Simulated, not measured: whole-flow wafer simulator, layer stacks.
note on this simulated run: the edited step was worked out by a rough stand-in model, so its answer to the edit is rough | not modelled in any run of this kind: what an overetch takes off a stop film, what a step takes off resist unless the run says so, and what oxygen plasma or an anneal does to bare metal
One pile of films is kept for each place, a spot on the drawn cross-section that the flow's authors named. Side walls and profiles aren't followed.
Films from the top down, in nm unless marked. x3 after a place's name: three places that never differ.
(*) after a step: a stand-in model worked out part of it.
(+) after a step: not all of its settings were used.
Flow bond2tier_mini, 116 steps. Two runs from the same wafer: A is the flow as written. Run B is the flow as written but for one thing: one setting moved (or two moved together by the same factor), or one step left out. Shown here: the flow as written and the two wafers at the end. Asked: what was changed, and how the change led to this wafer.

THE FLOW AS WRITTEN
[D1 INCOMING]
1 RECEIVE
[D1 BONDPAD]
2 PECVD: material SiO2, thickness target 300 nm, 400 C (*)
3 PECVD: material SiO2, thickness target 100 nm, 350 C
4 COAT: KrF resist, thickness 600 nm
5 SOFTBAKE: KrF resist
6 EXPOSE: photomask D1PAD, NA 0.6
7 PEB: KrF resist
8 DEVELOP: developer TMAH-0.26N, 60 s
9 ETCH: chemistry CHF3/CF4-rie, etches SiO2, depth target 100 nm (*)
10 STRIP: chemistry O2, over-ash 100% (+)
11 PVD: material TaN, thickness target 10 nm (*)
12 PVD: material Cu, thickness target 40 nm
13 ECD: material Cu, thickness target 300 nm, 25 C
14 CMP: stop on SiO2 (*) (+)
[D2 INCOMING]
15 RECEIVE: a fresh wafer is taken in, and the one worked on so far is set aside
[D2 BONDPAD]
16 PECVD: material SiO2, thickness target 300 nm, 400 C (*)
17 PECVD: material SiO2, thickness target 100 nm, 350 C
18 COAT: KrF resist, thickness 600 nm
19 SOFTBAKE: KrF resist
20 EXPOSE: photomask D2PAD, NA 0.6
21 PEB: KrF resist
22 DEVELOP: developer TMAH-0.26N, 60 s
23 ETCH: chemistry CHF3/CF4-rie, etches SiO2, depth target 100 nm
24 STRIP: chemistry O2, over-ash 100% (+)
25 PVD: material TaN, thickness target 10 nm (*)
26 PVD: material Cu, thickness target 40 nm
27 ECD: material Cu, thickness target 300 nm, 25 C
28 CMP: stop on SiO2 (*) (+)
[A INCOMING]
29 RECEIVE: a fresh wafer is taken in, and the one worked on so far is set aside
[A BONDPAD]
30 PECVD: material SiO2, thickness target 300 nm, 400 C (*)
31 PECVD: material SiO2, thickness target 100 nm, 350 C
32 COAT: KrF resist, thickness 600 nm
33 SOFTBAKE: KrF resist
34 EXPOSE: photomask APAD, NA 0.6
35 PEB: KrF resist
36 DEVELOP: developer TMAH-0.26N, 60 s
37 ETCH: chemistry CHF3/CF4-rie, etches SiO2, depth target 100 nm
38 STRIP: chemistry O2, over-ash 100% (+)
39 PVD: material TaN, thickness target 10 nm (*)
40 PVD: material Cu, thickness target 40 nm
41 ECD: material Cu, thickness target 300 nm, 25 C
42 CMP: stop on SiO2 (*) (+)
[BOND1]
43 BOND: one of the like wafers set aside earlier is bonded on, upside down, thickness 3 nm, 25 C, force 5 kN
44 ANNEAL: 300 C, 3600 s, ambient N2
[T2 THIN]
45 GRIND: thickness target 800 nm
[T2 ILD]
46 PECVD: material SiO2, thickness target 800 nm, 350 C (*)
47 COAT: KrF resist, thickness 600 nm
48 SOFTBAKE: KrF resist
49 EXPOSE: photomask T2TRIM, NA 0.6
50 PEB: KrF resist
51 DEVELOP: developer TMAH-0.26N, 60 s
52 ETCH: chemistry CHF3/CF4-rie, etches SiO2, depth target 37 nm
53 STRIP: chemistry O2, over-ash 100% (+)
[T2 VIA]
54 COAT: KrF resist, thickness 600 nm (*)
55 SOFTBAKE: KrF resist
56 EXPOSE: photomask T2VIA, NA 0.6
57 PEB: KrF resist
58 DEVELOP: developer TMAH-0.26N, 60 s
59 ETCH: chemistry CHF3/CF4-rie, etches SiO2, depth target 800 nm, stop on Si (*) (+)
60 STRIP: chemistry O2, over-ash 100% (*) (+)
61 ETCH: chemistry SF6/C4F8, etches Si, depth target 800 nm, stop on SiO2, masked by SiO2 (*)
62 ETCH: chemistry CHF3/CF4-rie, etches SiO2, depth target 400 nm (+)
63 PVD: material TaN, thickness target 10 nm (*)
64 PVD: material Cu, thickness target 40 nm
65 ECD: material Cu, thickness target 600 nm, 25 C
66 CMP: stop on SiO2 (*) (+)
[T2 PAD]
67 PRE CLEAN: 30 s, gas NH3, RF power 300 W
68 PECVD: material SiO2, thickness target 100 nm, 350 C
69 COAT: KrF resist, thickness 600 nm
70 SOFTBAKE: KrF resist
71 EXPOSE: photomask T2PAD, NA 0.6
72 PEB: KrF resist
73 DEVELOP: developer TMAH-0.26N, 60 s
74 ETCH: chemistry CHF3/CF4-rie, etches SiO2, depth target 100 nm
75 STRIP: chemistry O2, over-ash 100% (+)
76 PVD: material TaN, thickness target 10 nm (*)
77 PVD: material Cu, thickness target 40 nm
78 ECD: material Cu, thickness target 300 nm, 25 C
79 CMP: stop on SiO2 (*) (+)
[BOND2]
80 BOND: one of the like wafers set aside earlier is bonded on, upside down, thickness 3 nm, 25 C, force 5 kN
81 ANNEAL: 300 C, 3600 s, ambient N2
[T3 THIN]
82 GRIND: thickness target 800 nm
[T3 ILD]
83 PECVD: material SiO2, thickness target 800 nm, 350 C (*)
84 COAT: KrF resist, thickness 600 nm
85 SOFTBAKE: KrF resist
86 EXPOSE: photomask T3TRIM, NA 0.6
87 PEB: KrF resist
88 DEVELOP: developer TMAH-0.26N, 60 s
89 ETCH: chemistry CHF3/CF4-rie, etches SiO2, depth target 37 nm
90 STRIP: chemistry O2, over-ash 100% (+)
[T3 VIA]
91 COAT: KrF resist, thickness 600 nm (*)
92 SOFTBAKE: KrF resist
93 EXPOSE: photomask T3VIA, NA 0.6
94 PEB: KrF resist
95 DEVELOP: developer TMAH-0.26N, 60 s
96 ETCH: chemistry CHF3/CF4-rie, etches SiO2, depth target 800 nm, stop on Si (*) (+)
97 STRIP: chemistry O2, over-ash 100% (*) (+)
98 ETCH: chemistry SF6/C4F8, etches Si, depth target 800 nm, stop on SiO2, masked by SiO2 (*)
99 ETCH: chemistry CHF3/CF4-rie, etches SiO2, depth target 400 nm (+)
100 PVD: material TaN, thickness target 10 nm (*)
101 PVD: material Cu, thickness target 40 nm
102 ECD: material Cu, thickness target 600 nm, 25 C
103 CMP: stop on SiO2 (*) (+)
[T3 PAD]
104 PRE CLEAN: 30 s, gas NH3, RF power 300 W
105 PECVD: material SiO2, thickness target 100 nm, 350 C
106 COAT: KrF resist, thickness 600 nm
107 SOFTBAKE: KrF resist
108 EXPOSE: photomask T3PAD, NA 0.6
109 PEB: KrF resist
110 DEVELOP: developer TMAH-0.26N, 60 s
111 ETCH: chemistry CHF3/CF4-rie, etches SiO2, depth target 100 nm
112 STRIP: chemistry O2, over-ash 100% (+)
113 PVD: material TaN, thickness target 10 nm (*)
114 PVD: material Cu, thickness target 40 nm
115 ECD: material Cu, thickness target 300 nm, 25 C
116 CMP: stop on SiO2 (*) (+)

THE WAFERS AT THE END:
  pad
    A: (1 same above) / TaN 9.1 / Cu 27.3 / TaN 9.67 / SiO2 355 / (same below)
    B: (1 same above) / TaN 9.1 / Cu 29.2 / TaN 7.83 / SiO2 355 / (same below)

The cause: step 100, PVD: thickness target 8.1 nm was run, where the flow has thickness target 10 nm.

How the change led to this, step by step:
  100 PVD: material TaN, thickness target 10 nm (*)
      field: A TaN +10 (new film) | B TaN +8.1 (new film)
      pad: A TaN +9.67 (new film) | B TaN +7.83 (new film)
  103 CMP: stop on SiO2 (*) (+)
      field: A Cu -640 (all of it), TaN -10 (all of it) | B Cu -640 (all of it), TaN -8.1 (all of it)
